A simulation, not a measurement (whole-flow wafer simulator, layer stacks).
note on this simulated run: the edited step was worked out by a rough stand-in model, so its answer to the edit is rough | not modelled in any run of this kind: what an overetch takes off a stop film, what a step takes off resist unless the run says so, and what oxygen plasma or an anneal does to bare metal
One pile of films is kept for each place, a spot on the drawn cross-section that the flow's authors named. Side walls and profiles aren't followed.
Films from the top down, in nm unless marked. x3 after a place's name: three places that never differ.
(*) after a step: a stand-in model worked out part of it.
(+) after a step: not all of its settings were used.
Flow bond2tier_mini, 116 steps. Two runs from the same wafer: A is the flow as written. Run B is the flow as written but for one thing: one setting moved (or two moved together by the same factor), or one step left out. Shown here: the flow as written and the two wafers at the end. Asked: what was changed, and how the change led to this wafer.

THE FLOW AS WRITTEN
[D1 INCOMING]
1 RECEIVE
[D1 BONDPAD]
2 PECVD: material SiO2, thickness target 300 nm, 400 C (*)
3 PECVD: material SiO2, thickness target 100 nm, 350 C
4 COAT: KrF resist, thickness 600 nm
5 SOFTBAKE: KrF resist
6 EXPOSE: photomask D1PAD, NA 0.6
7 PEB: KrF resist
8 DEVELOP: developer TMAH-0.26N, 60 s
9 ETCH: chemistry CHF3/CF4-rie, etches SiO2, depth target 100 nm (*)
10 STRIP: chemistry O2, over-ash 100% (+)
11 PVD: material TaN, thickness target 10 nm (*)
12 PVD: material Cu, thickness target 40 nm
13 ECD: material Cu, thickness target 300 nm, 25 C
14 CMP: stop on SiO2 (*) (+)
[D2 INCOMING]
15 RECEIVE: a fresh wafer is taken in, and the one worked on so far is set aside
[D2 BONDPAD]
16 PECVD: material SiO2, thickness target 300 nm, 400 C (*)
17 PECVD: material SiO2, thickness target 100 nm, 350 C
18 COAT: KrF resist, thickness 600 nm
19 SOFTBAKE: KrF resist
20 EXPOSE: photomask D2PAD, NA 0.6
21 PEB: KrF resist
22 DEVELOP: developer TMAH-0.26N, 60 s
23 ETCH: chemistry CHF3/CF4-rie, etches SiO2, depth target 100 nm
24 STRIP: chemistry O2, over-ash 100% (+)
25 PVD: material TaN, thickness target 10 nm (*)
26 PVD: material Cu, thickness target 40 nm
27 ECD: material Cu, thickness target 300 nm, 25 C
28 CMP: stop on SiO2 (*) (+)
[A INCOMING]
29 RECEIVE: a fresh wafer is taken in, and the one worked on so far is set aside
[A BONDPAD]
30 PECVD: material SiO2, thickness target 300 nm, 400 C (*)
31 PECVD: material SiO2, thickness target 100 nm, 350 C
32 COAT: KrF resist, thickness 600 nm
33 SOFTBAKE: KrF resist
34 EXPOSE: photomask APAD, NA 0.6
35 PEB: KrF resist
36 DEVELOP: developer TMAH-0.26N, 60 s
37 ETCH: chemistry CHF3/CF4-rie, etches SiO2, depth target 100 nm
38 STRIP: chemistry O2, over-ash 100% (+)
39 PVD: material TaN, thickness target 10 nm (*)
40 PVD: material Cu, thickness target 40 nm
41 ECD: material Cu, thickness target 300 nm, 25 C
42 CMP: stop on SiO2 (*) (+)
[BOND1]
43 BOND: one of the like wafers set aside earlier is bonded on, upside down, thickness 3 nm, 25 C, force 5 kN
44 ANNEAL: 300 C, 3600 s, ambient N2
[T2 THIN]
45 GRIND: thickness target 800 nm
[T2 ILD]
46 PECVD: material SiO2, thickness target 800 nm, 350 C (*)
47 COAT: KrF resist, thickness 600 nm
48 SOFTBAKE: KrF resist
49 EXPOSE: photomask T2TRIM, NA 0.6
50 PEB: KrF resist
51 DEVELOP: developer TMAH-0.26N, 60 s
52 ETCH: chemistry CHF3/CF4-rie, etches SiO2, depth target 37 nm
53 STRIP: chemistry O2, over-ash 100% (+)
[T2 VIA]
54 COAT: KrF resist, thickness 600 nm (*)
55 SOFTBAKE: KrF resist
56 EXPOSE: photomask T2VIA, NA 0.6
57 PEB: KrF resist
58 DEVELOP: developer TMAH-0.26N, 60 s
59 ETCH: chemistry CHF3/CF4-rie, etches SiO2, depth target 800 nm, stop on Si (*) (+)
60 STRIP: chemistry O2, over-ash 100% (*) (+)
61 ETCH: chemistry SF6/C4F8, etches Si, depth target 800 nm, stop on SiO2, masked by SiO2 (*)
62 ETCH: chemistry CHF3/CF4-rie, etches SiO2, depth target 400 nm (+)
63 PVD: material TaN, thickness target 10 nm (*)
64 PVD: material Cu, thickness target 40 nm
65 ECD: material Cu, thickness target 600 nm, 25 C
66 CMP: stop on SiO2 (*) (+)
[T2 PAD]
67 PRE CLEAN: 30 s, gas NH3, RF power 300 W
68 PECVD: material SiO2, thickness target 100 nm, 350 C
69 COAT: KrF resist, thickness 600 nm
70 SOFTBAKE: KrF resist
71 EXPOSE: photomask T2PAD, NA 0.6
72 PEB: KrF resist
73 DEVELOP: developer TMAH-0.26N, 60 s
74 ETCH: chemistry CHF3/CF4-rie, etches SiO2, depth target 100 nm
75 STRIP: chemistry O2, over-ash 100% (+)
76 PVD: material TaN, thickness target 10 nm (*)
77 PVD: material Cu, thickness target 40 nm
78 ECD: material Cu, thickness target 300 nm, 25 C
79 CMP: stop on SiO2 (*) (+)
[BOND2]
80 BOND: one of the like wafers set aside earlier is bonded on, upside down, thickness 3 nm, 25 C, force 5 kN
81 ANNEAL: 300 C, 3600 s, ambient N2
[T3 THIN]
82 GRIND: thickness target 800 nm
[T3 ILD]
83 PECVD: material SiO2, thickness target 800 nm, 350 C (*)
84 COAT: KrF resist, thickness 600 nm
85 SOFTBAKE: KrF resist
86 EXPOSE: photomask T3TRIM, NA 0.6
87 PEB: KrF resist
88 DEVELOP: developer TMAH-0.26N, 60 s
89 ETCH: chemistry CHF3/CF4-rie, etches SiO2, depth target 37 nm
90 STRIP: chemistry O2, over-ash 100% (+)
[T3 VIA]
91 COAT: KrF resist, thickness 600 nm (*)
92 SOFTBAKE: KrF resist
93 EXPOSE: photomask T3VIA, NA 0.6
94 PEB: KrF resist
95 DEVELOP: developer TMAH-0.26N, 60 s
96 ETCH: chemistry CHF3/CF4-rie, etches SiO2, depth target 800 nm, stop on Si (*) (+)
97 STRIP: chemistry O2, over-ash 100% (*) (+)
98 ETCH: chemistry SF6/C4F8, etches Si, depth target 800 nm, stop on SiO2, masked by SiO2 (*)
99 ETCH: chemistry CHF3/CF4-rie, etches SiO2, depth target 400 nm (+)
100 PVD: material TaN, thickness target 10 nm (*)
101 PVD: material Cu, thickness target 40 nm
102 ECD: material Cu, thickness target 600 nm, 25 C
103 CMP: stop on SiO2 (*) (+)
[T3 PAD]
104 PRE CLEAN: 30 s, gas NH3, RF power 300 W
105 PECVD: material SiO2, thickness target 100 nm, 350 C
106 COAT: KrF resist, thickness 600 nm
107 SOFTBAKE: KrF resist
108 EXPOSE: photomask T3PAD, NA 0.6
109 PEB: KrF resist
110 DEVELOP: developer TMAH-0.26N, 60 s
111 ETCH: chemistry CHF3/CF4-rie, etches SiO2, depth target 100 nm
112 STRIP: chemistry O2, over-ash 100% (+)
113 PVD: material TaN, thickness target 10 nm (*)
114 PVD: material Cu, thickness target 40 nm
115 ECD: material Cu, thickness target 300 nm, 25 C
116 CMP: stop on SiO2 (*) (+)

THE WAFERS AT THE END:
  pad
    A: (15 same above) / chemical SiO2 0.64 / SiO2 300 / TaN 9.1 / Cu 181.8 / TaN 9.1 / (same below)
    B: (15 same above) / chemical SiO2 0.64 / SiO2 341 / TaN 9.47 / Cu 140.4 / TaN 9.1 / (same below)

The cause: step 9, ETCH: depth target 59 nm was run, where the flow has depth target 100 nm.

How the change led to this, step by step:
  9 ETCH: chemistry CHF3/CF4-rie, etches SiO2, depth target 100 nm (*)
      pad, via: A SiO2 -100 | B SiO2 -59
      field: A KrF resist -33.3 | B KrF resist -19.7
  10 STRIP: chemistry O2, over-ash 100% (+)
      field: A KrF resist -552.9 (all of it) | B KrF resist -566.6 (all of it)
  12 PVD: material Cu, thickness target 40 nm
      pad: A Cu +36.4 (new film) | B Cu +37.9 (new film)
  13 ECD: material Cu, thickness target 300 nm, 25 C
      pad: A Cu +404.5 | B Cu +361.7
      via: A Cu +400.2 | B Cu +359
  43 BOND: one of the like wafers set aside earlier is bonded on, upside down, thickness 3 nm, 25 C, force 5 kN
      pad: A Si +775 um (new film), chemical SiO2 +0.64 (new film), SiO2 +300 (new film), TaN +9.1 (new film), Cu +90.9 | B Si +775 um (new film), chemical SiO2 +0.64 (new film), SiO2 +341 (new film), TaN +9.47 (new film), Cu +49.5
      via: A Si +775 um (new film), chemical SiO2 +0.64 (new film), SiO2 +300 (new film), TaN +9.97 (new film), Cu +90 | B Si +775 um (new film), chemical SiO2 +0.64 (new film), SiO2 +341 (new film), TaN +10 (new film), Cu +49
